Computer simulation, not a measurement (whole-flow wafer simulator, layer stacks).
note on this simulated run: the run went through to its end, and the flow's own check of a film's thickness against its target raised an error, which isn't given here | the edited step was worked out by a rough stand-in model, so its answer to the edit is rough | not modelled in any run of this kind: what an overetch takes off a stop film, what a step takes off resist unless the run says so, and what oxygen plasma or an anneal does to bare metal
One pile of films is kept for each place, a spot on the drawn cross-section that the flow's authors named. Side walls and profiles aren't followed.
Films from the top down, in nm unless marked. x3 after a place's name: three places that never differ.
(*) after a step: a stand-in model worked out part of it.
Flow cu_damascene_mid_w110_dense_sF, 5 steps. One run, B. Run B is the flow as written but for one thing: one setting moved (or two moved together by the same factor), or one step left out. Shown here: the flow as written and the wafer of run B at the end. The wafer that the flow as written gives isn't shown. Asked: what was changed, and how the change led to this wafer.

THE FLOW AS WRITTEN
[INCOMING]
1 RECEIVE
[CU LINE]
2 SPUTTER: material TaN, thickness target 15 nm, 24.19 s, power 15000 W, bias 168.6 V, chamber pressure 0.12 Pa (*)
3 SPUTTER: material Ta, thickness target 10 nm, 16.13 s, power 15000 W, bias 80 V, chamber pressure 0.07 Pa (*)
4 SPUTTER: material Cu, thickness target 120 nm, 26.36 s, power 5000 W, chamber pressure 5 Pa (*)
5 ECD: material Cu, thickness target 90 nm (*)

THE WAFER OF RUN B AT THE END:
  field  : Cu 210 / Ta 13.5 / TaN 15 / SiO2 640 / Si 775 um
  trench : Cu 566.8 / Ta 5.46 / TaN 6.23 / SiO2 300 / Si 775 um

The cause: step 3, SPUTTER: thickness target 13.5 nm was run, where the flow has thickness target 10 nm; step 3, SPUTTER: 21.78 s was run, where the flow has 16.13 s.
It can be read off the wafer: field has Ta 13.5, and step 3 as written asks for 10 nm.

How the change led to this, step by step:
  3 SPUTTER: material Ta, thickness target 10 nm, 16.13 s, power 15000 W, bias 80 V, chamber pressure 0.07 Pa (*)
      field: Ta +13.5 (new film) (as written it would be: Ta +10 (new film))
      trench: Ta +5.46 (new film) (as written it would be: Ta +4.05 (new film))
